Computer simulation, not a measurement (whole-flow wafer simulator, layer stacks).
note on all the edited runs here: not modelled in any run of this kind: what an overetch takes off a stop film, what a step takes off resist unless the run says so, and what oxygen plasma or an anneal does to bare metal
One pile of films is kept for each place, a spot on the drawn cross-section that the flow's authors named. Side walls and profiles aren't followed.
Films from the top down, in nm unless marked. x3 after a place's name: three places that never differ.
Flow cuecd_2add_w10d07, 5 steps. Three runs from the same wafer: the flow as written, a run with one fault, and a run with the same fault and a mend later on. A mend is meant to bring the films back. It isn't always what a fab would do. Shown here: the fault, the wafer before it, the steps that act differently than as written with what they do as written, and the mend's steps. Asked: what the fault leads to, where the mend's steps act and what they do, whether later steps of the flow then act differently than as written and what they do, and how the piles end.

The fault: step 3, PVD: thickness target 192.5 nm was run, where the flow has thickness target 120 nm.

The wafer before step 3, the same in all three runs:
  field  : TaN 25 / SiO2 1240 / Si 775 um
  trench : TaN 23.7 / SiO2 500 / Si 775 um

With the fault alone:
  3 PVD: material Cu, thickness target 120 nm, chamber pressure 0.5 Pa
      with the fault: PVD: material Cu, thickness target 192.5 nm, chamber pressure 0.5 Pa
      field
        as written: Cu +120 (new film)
        with the fault: Cu +192.5 (new film)
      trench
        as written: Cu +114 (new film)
        with the fault: Cu +183.2 (new film)
  No later step of the flow acts differently than as written at any place that is followed.
  At the end the piles differ from the flow's by more than 2% or 0.5 nm, whichever is larger, at field, trench.
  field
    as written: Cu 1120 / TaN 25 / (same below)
    with the fault: Cu 1192.5 / TaN 25 / (same below)
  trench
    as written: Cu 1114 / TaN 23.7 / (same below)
    with the fault: Cu 1183.2 / TaN 23.7 / (same below)

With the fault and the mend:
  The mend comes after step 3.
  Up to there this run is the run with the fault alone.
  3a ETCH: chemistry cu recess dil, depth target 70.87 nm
      field, trench
        Cu -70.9
  No later step of the flow acts differently than as written at any place that is followed.
  At the end the piles differ from the flow's only slightly at the places that both follow, by at most 2% or 0.5 nm, whichever is larger.
